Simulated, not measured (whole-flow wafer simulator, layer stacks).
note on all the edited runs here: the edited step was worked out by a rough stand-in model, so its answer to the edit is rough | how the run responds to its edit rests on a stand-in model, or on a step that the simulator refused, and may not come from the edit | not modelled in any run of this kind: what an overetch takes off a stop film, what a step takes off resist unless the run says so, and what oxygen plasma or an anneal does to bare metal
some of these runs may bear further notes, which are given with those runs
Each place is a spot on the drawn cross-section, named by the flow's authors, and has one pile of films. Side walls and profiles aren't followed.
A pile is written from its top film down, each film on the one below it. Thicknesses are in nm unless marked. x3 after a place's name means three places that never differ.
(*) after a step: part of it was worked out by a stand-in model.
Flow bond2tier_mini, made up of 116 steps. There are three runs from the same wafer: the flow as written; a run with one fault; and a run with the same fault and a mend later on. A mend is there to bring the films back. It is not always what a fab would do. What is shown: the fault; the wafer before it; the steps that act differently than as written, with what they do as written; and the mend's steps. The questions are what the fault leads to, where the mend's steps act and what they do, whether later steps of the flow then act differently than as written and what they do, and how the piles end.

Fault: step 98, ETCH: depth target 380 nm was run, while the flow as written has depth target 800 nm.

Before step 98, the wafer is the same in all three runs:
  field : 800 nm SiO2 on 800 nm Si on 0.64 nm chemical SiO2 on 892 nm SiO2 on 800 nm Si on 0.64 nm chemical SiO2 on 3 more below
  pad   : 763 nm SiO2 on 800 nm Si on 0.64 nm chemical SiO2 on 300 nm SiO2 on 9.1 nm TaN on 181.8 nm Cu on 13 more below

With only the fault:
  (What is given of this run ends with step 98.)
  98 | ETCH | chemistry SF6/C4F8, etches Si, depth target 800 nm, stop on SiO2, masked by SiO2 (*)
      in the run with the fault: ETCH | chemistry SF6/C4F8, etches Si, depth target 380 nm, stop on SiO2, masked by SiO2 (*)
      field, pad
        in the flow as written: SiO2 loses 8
        in the run with the fault: SiO2 loses 3.8
  The piles after step 98 are only slightly different from the flow's at the places that both follow, by no more than 2% or 0.5 nm, whichever is larger.

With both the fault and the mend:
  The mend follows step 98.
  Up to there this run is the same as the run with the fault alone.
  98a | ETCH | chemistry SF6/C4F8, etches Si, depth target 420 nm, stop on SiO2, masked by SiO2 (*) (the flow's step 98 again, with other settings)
      field, pad
        SiO2 loses 4.2
  Every later step of the flow that is run acts as written at every place that is followed.
  At every place that both follow, the piles at the end match the flow's.
